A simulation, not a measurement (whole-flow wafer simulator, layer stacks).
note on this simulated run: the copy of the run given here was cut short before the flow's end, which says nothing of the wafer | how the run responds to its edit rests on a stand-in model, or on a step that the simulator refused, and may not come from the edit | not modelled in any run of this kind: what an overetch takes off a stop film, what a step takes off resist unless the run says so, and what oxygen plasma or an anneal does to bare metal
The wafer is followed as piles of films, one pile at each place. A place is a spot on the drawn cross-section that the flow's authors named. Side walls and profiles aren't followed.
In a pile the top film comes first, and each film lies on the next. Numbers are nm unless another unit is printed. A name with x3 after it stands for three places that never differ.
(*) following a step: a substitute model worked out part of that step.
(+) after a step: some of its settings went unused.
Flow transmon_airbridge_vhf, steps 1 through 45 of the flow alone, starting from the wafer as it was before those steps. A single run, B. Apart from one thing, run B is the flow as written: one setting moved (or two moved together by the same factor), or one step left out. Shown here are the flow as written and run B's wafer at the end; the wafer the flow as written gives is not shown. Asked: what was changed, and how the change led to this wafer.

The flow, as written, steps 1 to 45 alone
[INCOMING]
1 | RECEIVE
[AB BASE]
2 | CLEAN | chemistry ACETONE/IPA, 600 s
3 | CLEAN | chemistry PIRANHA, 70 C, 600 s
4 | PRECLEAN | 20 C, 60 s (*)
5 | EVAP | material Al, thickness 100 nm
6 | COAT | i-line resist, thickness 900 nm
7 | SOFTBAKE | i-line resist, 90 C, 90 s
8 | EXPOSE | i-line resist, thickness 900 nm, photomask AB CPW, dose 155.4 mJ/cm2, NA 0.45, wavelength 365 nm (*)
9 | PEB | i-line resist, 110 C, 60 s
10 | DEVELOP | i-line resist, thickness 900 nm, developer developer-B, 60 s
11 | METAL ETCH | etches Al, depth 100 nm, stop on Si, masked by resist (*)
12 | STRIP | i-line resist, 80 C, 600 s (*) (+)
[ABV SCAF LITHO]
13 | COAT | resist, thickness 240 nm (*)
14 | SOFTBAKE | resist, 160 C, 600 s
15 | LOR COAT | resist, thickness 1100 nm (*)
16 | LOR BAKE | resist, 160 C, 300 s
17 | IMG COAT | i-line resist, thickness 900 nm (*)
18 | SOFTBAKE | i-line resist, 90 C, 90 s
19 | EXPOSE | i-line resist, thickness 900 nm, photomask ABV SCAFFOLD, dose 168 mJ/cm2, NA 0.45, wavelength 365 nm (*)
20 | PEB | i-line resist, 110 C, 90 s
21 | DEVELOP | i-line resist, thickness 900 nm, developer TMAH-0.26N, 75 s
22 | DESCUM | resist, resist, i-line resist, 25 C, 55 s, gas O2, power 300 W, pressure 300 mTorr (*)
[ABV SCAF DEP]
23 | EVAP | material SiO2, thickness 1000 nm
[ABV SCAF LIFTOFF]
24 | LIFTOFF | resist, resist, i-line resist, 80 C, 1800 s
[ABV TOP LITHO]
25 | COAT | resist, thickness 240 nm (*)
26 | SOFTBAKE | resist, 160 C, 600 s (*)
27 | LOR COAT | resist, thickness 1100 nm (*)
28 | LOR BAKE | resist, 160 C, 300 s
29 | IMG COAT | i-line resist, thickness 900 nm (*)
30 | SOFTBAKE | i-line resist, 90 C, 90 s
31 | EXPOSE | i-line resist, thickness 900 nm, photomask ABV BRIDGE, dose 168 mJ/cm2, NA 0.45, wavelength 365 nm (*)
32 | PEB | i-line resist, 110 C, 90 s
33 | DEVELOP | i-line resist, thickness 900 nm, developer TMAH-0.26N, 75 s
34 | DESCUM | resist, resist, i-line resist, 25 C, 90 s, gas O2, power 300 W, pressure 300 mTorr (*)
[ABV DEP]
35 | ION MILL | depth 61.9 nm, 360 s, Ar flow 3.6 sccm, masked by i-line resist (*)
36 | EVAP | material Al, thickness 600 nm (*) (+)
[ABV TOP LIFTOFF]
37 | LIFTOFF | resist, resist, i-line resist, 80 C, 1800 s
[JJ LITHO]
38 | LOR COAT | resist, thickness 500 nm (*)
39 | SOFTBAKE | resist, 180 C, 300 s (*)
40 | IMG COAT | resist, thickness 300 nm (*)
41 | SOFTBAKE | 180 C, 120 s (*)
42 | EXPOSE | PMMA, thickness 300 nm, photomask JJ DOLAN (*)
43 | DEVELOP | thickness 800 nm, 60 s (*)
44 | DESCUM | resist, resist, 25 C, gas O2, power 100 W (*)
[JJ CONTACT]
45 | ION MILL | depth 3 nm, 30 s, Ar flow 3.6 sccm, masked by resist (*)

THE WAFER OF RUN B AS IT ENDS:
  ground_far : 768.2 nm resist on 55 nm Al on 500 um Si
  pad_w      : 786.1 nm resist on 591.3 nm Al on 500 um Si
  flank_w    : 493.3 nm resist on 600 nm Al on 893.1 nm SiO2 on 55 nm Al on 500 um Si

Cause: step 5, EVAP: thickness 55 nm was run, while the flow as written has thickness 100 nm.
The wafer lets one read it off: ground_far has Al 55, and step 5 as written asks for 100 nm.

Step by step, how the change led to this:
  5 | EVAP | material Al, thickness 100 nm
      field x3, jj_line, ground_far and 12 more: +55 Al (new film) (in the flow as written it would be: +100 Al (new film))
  11 | METAL ETCH | etches Al, depth 100 nm, stop on Si, masked by resist (*)
      ground_far, pad_w, flank_w and 8 more: -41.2 i-line resist (in the flow as written it would be: -50 i-line resist)
      field x3, jj_line, gap_w, gap_e: -55 Al (all of it) (in the flow as written it would be: -100 Al (all of it))
  13 | COAT | resist, thickness 240 nm (*)
      flank_w, flank_e: +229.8 resist (new film) (in the flow as written it would be: +222.3 resist (new film))
  22 | DESCUM | resist, resist, i-line resist, 25 C, 55 s, gas O2, power 300 W, pressure 300 mTorr (*)
      flank_w, flank_e: -229.8 resist (all of it) (in the flow as written it would be: -222.3 resist (all of it))
  25 | COAT | resist, thickness 240 nm (*)
      flank_w, flank_e: +157.8 resist (new film) (in the flow as written it would be: +152.6 resist (new film))
      gap_w, gap_e: +205.9 resist (new film) (in the flow as written it would be: +210.7 resist (new film))
  34 | DESCUM | resist, resist, i-line resist, 25 C, 90 s, gas O2, power 300 W, pressure 300 mTorr (*)
      flank_w, flank_e: -157.8 resist (all of it) (in the flow as written it would be: -152.6 resist (all of it))
      gap_w, gap_e: -205.9 resist (all of it) (in the flow as written it would be: -210.7 resist (all of it))
  35 | ION MILL | depth 61.9 nm, 360 s, Ar flow 3.6 sccm, masked by i-line resist (*)
      pad_w, pad_e: -55 Al (all of it), -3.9 Si (in the flow as written it would be: -61.9 Al)
  36 | EVAP | material Al, thickness 600 nm (*) (+)
      pad_w, pad_e: +591.3 Al (new film) (in the flow as written it would be: +591.2 Al)
  40 | IMG COAT | resist, thickness 300 nm (*)
      flank_w, flank_e: +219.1 resist (in the flow as written it would be: +212.1 resist)
